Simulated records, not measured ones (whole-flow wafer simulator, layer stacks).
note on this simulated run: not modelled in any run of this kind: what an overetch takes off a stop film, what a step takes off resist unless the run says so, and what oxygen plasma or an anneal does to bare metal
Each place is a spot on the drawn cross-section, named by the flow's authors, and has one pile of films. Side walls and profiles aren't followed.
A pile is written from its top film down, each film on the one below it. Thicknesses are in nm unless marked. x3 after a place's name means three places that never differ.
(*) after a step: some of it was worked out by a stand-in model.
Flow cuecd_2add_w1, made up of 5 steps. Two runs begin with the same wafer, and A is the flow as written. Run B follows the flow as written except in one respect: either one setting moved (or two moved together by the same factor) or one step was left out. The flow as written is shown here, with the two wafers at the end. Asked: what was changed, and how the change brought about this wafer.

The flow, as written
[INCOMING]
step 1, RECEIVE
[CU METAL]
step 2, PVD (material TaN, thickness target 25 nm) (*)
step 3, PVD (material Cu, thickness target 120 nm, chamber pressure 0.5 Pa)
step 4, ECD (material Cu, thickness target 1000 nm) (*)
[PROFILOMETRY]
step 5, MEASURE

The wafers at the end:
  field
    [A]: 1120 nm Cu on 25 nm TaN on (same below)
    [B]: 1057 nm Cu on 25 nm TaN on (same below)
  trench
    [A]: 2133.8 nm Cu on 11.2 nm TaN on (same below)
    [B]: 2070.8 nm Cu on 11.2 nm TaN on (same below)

What caused this: step 3, PVD: thickness target 57 nm was run, whereas the flow has thickness target 120 nm.

Step by step, how the change led to this:
  step 3, PVD (material Cu, thickness target 120 nm, chamber pressure 0.5 Pa)
      field: A Cu gains 120 (new film) | B Cu gains 57 (new film)
      trench: A Cu gains 53.6 (new film) | B Cu gains 26 (new film)
